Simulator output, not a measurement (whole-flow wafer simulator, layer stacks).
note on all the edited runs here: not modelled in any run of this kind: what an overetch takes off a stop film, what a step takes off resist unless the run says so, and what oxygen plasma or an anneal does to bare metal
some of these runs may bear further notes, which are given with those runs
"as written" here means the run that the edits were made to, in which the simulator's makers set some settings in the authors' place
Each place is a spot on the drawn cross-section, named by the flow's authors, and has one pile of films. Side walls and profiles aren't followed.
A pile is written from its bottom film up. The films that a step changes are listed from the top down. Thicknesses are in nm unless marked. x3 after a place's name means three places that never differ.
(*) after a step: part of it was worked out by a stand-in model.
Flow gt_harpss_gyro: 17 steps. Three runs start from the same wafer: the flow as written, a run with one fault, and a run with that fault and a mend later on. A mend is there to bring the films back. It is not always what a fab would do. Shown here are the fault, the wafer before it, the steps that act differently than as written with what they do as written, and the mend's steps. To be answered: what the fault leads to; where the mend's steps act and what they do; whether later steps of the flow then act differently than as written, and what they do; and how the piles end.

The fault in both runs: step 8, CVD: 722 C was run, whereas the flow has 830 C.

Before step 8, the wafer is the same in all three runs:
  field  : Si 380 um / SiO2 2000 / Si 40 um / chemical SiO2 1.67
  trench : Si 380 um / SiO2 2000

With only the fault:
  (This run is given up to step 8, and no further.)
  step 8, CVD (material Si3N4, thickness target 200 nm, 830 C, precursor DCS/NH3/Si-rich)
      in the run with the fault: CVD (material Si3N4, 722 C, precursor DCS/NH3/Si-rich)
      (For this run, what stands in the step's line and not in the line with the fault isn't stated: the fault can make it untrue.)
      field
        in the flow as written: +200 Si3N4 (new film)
        in the run with the fault: +42.8 Si3N4 (new film)
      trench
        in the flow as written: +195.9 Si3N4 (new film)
        in the run with the fault: +42.8 Si3N4 (new film)
  The piles after step 8 differ from the flow's at field, trench by more than 2% or 0.5 nm, whichever is larger.
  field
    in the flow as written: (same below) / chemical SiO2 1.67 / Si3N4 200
    in the run with the fault: (same below) / chemical SiO2 1.67 / Si3N4 42.8
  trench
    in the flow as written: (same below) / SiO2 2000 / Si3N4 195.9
    in the run with the fault: (same below) / SiO2 2000 / Si3N4 42.8

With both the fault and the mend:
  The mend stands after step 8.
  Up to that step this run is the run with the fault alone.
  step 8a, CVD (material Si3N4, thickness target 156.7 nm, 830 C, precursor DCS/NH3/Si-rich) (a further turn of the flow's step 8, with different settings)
      field
        +156.7 Si3N4
      trench
        +153.3 Si3N4
  Later steps of the flow acting differently than as written:
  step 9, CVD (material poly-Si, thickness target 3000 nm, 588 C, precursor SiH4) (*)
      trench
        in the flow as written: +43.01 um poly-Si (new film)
        in the run with the mend: +43 um poly-Si (new film)
  When the end is reached, the piles differ only a little from the flow's at the places that both follow, at most by 2% or 0.5 nm, whichever is larger.
